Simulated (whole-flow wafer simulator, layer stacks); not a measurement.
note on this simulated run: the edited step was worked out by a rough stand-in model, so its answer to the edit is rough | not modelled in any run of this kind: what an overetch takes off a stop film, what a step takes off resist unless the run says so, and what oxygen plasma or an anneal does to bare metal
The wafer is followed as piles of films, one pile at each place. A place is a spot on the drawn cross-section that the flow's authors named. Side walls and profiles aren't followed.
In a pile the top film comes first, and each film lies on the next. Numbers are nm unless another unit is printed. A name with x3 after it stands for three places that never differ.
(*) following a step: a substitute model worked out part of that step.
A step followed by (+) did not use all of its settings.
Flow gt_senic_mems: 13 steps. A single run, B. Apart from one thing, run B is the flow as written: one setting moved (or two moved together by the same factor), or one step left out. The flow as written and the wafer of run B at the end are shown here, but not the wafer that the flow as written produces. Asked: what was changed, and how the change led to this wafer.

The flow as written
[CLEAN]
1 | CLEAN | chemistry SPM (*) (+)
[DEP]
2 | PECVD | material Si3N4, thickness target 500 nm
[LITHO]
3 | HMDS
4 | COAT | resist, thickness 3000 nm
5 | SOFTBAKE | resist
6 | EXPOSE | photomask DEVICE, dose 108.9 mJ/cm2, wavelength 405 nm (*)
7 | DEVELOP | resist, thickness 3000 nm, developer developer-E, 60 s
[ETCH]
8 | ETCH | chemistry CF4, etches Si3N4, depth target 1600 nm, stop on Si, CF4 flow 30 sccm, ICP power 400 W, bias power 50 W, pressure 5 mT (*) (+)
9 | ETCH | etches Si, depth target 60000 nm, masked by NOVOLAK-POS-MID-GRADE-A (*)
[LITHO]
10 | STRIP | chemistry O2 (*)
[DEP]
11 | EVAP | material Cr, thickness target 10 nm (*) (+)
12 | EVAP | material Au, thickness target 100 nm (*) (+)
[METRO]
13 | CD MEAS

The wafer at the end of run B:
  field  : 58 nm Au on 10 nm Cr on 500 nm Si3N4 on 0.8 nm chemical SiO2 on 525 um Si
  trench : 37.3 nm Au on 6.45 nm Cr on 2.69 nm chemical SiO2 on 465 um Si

The reason: step 12, EVAP: thickness target 58 nm was run, whereas the flow has thickness target 100 nm.
The wafer itself shows it: field has Au 58, and step 12 as written asks for 100 nm.

How this came from the change, step by step:
  12 | EVAP | material Au, thickness target 100 nm (*) (+)
      field: +58 Au (new film) (as written it would have been: +100 Au (new film))
      trench: +37.3 Au (new film) (as written it would have been: +64.1 Au (new film))
